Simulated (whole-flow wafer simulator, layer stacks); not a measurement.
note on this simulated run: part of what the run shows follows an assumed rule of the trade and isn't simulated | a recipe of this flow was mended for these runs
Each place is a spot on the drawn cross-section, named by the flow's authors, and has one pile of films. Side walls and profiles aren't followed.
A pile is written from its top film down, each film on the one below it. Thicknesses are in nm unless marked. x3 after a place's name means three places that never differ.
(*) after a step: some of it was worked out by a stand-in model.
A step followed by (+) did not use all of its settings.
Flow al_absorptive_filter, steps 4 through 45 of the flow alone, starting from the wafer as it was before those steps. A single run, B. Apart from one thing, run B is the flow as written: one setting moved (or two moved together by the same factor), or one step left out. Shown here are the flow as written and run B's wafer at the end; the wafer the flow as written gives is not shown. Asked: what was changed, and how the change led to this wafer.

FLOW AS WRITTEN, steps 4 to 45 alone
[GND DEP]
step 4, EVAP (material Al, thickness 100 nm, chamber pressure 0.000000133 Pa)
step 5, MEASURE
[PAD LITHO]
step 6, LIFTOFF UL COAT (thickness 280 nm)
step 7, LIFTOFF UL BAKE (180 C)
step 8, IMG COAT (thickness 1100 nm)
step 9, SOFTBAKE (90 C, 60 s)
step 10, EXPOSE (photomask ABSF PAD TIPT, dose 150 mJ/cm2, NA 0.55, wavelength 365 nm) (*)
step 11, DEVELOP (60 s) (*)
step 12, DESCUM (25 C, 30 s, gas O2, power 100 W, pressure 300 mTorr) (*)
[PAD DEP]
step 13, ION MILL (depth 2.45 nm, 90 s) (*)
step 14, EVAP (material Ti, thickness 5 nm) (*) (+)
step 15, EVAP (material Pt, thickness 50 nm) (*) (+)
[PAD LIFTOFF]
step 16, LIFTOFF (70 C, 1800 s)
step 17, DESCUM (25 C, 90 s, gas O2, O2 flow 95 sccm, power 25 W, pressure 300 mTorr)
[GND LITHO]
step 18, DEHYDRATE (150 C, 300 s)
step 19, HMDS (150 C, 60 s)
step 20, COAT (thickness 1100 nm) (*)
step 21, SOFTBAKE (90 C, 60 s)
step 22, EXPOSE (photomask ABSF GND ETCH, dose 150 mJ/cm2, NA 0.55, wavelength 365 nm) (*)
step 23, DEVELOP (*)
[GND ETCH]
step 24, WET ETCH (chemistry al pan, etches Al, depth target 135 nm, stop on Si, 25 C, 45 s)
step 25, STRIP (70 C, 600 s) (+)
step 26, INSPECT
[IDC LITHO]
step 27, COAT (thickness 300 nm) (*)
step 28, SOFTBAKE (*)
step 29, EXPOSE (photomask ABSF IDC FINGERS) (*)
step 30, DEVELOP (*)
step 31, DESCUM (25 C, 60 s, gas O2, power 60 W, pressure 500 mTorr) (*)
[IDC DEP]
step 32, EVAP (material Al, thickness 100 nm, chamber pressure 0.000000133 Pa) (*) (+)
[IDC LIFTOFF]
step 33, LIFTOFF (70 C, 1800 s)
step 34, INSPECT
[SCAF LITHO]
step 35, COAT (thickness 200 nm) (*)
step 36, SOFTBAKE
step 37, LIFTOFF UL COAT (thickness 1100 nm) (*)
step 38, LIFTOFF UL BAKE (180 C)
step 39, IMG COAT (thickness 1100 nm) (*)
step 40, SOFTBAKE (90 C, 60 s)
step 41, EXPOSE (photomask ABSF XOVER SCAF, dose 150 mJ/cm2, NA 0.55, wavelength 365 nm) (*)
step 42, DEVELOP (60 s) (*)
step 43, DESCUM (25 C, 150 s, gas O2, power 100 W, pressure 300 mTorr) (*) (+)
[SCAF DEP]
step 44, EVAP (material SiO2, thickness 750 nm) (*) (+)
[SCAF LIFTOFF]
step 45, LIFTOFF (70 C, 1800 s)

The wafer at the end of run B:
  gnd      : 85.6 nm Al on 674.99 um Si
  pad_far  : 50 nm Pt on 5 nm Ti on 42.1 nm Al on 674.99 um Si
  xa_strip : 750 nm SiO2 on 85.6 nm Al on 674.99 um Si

The reason: step 4, EVAP: thickness 85.6 nm was run, though the flow has thickness 100 nm.
The wafer lets one read it off: gnd has Al 85.6, and step 4 as written asks for 100 nm.

How this came from the change, step by step:
  step 4, EVAP (material Al, thickness 100 nm, chamber pressure 0.000000133 Pa)
      gnd, pad_far, pad_near and 11 more: +85.6 Al (new film) (in the flow as written it would be: +100 Al (new film))
  step 24, WET ETCH (chemistry al pan, etches Al, depth target 135 nm, stop on Si, 25 C, 45 s)
      res, xl_gap, idc_field, idc_line, idc_space: -72.3 Al (all of it) (in the flow as written it would be: -86.7 Al (all of it))
  step 27, COAT (thickness 300 nm) (*)
      xl_gap: +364 e-beam-resist (new film) (in the flow as written it would be: +374.7 e-beam-resist (new film))
  step 33, LIFTOFF (70 C, 1800 s)
      xl_gap: -100 Al (all of it), -355 e-beam-resist (all of it) (in the flow as written it would be: -100 Al (all of it), -365.7 e-beam-resist (all of it))
  step 35, COAT (thickness 200 nm) (*)
      ledge: +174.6 acrylic-e-beam-resist (new film) (in the flow as written it would be: +169.8 acrylic-e-beam-resist (new film))
      xl_gap: +256.7 acrylic-e-beam-resist (new film) (in the flow as written it would be: +265.9 acrylic-e-beam-resist (new film))
  step 43, DESCUM (25 C, 150 s, gas O2, power 100 W, pressure 300 mTorr) (*) (+)
      gnd, pad_far, pad_near and 7 more: -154 i-line-resist (in the flow as written it would be: -159.6 i-line-resist)
      xl_gap: -256.7 acrylic-e-beam-resist (all of it) (in the flow as written it would be: -265.9 acrylic-e-beam-resist (all of it))
  step 45, LIFTOFF (70 C, 1800 s)
      ledge: -750 SiO2 (all of it), -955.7 i-line-resist (all of it), -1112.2 lift-off-underlayer (all of it), -174.6 acrylic-e-beam-resist (all of it) (in the flow as written it would be: -750 SiO2 (all of it), -952.1 i-line-resist (all of it), -1114 lift-off-underlayer (all of it), -169.8 acrylic-e-beam-resist (all of it))
